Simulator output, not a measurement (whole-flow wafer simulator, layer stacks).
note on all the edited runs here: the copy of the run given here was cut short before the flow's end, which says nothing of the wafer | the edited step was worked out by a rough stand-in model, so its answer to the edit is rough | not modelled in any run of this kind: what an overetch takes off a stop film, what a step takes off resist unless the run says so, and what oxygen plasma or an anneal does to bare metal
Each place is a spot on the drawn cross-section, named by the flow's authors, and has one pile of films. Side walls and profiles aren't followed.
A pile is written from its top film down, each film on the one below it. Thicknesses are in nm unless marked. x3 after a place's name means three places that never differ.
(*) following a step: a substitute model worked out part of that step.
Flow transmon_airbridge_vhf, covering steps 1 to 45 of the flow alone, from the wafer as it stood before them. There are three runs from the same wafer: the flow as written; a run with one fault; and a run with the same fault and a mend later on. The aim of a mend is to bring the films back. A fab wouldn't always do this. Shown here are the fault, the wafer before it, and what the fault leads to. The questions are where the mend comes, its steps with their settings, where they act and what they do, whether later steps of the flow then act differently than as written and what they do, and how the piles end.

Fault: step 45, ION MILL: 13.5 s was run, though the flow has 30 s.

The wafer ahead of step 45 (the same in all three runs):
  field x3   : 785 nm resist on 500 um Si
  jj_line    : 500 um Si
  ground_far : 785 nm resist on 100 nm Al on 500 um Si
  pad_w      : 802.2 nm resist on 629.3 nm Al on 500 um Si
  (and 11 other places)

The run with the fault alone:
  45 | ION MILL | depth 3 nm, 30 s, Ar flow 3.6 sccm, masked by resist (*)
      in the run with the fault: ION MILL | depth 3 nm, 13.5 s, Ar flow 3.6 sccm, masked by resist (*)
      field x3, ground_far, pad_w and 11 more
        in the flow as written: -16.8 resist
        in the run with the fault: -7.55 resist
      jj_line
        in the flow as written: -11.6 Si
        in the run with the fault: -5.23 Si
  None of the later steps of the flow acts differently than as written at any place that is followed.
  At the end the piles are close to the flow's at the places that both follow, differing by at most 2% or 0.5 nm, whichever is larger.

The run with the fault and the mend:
  The mend follows step 45.
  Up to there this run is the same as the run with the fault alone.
  45a | ION MILL | depth 3 nm, 16.5 s, Ar flow 3.6 sccm, masked by resist (*) (the flow's step 45, run once more with other settings)
      field x3, ground_far, pad_w and 11 more
        -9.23 resist
      jj_line
        -6.4 Si
  None of the later steps of the flow acts differently than as written at any place that is followed.
  At every place that both follow, the piles at the end match the flow's.
